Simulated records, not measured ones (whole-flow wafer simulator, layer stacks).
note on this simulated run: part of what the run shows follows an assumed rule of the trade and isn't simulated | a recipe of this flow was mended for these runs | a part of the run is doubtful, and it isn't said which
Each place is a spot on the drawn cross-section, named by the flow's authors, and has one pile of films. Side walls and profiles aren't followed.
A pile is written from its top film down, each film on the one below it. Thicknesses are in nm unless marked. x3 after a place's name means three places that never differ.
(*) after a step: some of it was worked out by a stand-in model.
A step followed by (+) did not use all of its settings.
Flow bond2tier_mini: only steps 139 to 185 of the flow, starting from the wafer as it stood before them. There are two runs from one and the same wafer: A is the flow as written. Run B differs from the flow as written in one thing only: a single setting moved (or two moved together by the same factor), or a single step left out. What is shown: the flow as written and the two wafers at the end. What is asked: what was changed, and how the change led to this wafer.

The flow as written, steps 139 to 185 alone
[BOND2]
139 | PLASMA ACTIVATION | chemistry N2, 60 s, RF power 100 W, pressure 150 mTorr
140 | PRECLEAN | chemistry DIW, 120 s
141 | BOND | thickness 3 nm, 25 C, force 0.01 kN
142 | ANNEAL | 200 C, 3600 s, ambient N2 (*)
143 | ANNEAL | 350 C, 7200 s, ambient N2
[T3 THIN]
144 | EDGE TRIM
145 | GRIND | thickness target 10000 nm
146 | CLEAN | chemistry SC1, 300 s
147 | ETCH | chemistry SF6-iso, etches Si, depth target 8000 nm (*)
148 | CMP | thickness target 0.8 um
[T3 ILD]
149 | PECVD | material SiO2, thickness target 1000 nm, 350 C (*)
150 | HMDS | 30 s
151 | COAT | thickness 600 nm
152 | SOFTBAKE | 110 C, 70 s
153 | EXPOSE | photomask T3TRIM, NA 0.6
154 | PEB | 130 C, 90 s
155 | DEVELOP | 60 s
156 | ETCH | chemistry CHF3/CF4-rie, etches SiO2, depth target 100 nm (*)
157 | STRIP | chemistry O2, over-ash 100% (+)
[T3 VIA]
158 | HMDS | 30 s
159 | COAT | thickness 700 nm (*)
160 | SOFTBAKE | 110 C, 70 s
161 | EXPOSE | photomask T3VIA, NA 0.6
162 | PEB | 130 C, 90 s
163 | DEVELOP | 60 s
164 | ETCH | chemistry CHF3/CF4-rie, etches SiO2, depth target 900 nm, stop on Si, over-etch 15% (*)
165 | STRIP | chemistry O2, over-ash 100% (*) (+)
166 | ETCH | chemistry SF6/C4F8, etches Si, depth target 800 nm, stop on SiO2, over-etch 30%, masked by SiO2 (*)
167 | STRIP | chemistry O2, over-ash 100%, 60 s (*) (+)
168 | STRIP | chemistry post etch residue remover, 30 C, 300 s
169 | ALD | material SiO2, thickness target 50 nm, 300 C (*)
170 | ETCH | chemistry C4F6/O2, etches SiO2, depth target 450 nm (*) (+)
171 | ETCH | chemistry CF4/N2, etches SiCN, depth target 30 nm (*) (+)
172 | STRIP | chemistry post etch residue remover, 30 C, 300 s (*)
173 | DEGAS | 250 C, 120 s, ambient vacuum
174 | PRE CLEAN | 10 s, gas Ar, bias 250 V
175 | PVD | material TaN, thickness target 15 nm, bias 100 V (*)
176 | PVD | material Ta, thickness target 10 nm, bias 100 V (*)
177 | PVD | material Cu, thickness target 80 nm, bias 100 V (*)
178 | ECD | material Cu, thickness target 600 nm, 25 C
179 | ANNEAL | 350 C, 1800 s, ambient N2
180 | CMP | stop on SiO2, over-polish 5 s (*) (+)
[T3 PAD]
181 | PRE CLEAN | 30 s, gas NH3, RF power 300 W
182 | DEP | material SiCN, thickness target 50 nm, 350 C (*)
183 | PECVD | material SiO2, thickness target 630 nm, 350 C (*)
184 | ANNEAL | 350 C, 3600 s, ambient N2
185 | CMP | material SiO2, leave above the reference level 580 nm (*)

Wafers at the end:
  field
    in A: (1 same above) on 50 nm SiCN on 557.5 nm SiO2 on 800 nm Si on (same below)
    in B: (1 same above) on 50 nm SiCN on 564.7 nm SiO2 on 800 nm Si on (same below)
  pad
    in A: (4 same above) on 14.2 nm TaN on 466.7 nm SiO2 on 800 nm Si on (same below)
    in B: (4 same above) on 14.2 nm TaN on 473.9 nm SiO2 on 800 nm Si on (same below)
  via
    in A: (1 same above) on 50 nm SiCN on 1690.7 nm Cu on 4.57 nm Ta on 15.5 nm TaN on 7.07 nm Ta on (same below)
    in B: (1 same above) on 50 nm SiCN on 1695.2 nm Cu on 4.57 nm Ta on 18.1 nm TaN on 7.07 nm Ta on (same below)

Cause: step 171, ETCH: depth target 19.2 nm was run, whereas the flow has depth target 30 nm.

The path from the change to this, step by step:
  171 | ETCH | chemistry CF4/N2, etches SiCN, depth target 30 nm (*) (+)
      field, pad: A -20 SiO2 | B -12.8 SiO2
      via: A -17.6 SiCN (all of it), -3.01 TaN | B -17.6 SiCN (all of it), -0.38 TaN
